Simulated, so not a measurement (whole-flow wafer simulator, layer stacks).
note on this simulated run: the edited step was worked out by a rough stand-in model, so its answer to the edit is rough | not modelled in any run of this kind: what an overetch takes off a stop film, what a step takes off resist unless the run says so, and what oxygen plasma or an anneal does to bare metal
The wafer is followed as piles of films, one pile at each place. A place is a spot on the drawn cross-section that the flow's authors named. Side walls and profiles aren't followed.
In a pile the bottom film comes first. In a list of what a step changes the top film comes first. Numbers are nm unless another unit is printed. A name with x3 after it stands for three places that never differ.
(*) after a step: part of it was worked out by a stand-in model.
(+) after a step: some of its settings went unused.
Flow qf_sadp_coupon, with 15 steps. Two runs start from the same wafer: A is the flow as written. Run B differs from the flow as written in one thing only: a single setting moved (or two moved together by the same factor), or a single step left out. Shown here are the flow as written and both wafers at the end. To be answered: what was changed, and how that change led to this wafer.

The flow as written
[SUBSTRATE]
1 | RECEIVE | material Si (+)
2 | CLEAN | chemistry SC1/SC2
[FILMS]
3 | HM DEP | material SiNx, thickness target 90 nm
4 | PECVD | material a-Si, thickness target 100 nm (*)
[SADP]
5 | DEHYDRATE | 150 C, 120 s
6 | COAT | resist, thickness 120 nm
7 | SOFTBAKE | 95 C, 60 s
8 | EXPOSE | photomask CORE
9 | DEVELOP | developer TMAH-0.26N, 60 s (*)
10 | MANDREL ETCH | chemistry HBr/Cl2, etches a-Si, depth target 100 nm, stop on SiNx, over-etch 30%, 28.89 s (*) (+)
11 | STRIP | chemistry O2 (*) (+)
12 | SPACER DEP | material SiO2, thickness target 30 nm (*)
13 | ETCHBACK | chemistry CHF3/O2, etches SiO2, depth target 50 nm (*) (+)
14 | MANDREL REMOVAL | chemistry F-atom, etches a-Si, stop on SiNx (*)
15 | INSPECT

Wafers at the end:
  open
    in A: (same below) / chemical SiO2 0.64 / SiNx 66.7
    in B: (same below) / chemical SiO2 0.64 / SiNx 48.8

Cause: step 13, ETCHBACK: depth target 68.8 nm was run, while the flow as written has depth target 50 nm.

The path from the change to this, step by step:
  13 | ETCHBACK | chemistry CHF3/O2, etches SiO2, depth target 50 nm (*) (+)
      m: A SiO2 loses 30 (all of it), chemical SiO2 loses 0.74 (all of it), a-Si loses 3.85 | B SiO2 loses 30 (all of it), chemical SiO2 loses 0.74 (all of it), a-Si loses 7.61
      open: A SiO2 loses 30 (all of it), SiNx loses 19 | B SiO2 loses 30 (all of it), SiNx loses 37
  14 | MANDREL REMOVAL | chemistry F-atom, etches a-Si, stop on SiNx (*)
      m: A a-Si loses 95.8 (all of it) | B a-Si loses 92.1 (all of it)
